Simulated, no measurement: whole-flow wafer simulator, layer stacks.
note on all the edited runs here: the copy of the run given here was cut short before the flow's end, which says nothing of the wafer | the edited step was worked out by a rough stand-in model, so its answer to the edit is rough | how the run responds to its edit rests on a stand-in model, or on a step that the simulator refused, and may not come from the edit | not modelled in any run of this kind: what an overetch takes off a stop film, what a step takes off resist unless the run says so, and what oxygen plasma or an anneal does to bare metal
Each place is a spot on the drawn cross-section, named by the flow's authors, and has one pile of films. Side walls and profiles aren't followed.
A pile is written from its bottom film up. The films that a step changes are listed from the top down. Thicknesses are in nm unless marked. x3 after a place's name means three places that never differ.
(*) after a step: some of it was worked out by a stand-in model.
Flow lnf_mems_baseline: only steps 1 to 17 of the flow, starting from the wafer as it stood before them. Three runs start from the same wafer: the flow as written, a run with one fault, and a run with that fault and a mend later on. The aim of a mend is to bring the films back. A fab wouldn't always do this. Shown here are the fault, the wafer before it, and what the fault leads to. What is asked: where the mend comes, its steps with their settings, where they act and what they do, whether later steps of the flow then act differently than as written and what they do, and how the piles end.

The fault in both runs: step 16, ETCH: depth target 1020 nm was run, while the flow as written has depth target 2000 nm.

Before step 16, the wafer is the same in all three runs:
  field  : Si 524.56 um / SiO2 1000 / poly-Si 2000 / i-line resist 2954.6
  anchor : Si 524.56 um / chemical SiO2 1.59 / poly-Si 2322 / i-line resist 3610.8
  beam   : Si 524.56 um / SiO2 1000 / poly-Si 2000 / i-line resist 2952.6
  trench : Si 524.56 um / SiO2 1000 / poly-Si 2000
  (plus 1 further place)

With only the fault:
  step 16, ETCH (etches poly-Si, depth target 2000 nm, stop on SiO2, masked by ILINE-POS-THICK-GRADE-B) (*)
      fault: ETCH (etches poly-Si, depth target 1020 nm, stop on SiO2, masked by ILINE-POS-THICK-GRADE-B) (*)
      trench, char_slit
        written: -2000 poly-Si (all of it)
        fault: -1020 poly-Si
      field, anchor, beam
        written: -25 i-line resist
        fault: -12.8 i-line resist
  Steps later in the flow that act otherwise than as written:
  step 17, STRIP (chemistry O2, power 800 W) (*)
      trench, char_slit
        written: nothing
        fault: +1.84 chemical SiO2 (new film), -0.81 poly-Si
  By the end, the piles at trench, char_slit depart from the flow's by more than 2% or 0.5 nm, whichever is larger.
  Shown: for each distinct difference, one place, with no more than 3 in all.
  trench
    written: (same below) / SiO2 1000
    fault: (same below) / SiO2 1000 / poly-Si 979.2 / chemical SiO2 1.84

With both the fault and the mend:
  The mend stands after step 17.
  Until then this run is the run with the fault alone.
  step 17a, COAT (i-line resist, thickness 3000 nm) (*) (the flow's step 11, run once more)
      field
        +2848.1 i-line resist (new film)
      anchor
        +3460.4 i-line resist (new film)
      beam
        +2759 i-line resist (new film)
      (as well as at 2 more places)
  step 17b, SOFTBAKE (115 C, 90 s) (the flow's step 12, run once more)
      field
        -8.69 i-line resist
      anchor
        +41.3 i-line resist
      beam
        +52.2 i-line resist
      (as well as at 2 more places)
  step 17c, EXPOSE (photomask CANT, dose 200 mJ/cm2, NA 0.45, wavelength 365 nm) (*) (the flow's step 13, run once more)
      alters no film at any place that is followed
  step 17d, PEB (i-line resist, 115 C, 90 s) (the flow's step 14, run once more)
      field
        -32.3 i-line resist
      anchor
        -43.3 i-line resist
      beam
        -31.8 i-line resist
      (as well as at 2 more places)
  step 17e, DEVELOP (i-line resist, thickness 3000 nm, developer developer-F, 60 s) (the flow's step 15, run once more)
      field, anchor, beam
        -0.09 i-line resist
      trench
        -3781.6 i-line resist (all of it)
      char_slit
        -3823.9 i-line resist (all of it)
  step 17f, ETCH (etches poly-Si, depth target 980 nm, stop on SiO2, masked by ILINE-POS-THICK-GRADE-B) (*) (the flow's step 16, run once more with other settings)
      field, anchor, beam
        -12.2 i-line resist
      trench, char_slit
        -1.84 chemical SiO2 (all of it), -979.2 poly-Si (all of it)
  step 17g, STRIP (chemistry O2, power 800 W) (*) (the flow's step 17, run once more)
      field
        -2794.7 i-line resist (all of it), +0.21 chemical SiO2, -0.09 poly-Si
      anchor
        -3446 i-line resist (all of it), +0.21 chemical SiO2, -0.09 poly-Si
      beam
        -2767 i-line resist (all of it), +0.21 chemical SiO2, -0.09 poly-Si
  Later steps of the flow that are run all act as written at every place that is followed.
  The piles end only slightly different from the flow's at the places that both follow, by no more than 2% or 0.5 nm, whichever is larger.
